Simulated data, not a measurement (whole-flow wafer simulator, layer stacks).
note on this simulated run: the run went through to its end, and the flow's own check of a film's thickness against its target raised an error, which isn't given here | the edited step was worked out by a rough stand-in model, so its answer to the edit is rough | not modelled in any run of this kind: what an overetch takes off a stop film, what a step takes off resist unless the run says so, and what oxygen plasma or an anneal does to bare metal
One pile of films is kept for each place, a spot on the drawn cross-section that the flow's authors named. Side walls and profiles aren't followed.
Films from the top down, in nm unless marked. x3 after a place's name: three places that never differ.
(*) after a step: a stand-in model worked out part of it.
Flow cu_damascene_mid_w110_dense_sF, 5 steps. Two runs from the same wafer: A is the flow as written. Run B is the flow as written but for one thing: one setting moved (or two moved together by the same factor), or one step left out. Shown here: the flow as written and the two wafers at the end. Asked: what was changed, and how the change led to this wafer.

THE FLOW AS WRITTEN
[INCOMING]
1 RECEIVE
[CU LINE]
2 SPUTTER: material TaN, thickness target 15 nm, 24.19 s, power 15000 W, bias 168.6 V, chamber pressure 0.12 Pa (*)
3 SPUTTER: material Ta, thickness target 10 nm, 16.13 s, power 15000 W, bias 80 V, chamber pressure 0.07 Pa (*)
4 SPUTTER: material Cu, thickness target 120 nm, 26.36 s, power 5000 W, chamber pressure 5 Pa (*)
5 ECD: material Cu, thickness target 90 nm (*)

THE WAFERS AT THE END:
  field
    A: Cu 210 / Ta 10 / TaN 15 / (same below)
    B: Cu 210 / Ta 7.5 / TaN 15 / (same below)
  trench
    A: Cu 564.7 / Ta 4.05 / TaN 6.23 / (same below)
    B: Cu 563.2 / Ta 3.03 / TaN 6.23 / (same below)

The cause: step 3, SPUTTER: thickness target 7.5 nm was run, where the flow has thickness target 10 nm; step 3, SPUTTER: 12.1 s was run, where the flow has 16.13 s.
It can be read off the wafer: field has Ta 7.5, and step 3 as written asks for 10 nm.

How the change led to this, step by step:
  3 SPUTTER: material Ta, thickness target 10 nm, 16.13 s, power 15000 W, bias 80 V, chamber pressure 0.07 Pa (*)
      field: A Ta +10 (new film) | B Ta +7.5 (new film)
      trench: A Ta +4.05 (new film) | B Ta +3.03 (new film)
